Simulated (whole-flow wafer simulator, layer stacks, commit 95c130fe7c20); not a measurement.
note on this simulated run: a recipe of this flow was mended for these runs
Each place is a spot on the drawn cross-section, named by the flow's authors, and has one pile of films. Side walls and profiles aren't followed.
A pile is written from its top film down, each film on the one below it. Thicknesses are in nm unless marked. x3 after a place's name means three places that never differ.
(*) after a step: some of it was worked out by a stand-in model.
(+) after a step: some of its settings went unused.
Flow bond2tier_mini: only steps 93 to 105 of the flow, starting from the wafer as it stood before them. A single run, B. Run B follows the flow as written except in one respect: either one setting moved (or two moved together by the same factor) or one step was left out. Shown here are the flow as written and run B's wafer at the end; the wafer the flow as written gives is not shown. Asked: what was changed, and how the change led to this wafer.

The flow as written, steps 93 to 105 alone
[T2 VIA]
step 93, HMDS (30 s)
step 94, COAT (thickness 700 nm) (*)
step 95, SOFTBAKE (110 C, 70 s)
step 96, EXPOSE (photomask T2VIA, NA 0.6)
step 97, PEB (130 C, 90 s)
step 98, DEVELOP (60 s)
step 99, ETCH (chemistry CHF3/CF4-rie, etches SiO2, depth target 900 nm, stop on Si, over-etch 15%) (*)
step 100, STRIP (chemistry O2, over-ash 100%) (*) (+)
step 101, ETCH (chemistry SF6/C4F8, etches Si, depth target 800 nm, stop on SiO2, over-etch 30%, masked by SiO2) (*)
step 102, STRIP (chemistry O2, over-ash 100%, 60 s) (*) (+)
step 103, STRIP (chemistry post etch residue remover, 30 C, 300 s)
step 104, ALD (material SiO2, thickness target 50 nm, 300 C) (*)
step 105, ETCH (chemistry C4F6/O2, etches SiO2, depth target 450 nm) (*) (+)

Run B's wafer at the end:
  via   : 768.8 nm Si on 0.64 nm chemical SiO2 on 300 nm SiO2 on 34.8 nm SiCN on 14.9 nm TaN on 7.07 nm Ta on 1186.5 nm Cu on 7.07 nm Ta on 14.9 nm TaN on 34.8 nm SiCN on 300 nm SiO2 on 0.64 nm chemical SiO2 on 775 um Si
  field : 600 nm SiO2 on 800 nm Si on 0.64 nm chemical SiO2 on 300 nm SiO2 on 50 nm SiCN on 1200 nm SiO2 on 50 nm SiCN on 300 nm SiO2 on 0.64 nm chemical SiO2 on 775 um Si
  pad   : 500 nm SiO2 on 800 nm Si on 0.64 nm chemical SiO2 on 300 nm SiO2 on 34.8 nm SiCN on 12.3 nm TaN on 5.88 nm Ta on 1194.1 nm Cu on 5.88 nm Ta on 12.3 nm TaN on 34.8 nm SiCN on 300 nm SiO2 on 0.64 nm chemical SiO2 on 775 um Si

What caused this: step 101, ETCH: chemistry SF6/C4F8, etches Si, depth target 800 nm, stop on SiO2, over-etch 30%, masked by SiO2 (*), was skipped.

Step by step, how the change led to this:
  step 104, ALD (material SiO2, thickness target 50 nm, 300 C) (*)
      via: SiO2 gains 50 (new film) (in the flow as written it would be: SiO2 gains 50)
  step 105, ETCH (chemistry C4F6/O2, etches SiO2, depth target 450 nm) (*) (+)
      via: SiO2 loses 50 (all of it), Si loses 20 (in the flow as written it would be: SiO2 loses 348.1 (all of it), SiCN loses 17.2)
